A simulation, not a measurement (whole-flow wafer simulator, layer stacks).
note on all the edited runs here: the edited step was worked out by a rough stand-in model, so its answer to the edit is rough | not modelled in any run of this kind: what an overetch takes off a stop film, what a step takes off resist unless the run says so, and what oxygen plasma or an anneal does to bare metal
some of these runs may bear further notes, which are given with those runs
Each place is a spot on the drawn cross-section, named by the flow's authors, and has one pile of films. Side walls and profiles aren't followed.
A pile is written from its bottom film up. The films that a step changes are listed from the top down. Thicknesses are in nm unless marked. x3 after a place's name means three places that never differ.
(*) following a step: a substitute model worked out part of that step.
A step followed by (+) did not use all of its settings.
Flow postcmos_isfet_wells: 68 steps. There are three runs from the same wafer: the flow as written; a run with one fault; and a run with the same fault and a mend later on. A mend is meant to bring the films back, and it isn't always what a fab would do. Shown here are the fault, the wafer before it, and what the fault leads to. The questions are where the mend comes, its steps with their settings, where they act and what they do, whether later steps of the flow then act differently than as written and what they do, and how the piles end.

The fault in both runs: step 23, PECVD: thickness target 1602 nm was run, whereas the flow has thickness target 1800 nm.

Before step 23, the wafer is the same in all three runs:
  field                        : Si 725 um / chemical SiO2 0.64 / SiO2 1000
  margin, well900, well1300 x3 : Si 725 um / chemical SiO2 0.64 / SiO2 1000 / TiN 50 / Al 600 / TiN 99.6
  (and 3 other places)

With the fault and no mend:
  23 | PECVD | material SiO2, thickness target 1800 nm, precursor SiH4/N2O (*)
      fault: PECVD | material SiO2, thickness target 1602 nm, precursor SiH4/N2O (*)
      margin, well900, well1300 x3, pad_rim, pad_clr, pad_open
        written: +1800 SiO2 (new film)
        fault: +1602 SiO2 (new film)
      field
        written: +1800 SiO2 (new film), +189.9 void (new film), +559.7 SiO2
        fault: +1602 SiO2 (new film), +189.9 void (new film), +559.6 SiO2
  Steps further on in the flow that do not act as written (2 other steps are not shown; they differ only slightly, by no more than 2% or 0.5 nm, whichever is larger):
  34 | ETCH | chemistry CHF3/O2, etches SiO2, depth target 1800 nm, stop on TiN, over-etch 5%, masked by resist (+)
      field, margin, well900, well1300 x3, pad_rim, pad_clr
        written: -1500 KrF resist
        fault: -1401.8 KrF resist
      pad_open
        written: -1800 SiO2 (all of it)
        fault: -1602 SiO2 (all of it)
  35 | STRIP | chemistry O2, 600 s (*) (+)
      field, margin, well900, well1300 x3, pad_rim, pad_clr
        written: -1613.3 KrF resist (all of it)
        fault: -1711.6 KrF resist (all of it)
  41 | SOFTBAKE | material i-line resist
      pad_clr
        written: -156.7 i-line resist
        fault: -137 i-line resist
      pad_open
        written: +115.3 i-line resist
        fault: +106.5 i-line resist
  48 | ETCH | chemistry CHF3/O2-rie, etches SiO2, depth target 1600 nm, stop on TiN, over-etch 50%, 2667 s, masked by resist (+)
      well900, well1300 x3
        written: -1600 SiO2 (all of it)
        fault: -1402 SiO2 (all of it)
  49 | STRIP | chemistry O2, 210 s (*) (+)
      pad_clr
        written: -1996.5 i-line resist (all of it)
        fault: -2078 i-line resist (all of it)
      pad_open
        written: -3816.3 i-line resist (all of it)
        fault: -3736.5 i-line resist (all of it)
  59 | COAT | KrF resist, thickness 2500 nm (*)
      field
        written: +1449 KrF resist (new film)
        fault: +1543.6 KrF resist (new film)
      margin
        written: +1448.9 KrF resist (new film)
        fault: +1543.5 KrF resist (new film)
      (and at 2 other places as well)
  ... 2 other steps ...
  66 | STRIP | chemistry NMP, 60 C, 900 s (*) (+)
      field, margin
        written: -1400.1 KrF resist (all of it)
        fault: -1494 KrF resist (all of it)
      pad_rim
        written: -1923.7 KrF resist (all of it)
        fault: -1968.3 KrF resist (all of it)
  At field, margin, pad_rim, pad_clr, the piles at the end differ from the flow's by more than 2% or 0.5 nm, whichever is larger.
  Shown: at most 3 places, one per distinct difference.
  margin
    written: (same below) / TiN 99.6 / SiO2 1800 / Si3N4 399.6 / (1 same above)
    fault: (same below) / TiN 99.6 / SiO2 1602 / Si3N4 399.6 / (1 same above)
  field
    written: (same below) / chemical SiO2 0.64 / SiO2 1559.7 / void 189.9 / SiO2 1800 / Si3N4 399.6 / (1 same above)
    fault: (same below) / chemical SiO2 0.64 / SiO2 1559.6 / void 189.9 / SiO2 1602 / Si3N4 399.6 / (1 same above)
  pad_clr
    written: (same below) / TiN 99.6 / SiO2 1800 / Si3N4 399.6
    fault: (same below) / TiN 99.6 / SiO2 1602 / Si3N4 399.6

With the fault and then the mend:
  The mend stands after step 23.
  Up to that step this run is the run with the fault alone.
  23a | PECVD | material SiO2, thickness target 198 nm, precursor SiH4/N2O (*) (the flow's step 23, run once more with other settings)
      field, margin, well900, well1300 x3, pad_rim, pad_clr, pad_open
        +198 SiO2
  Every later step of the flow that is run acts as written at every place that is followed.
  At the end the piles are close to the flow's at the places that both follow, differing by at most 2% or 0.5 nm, whichever is larger.
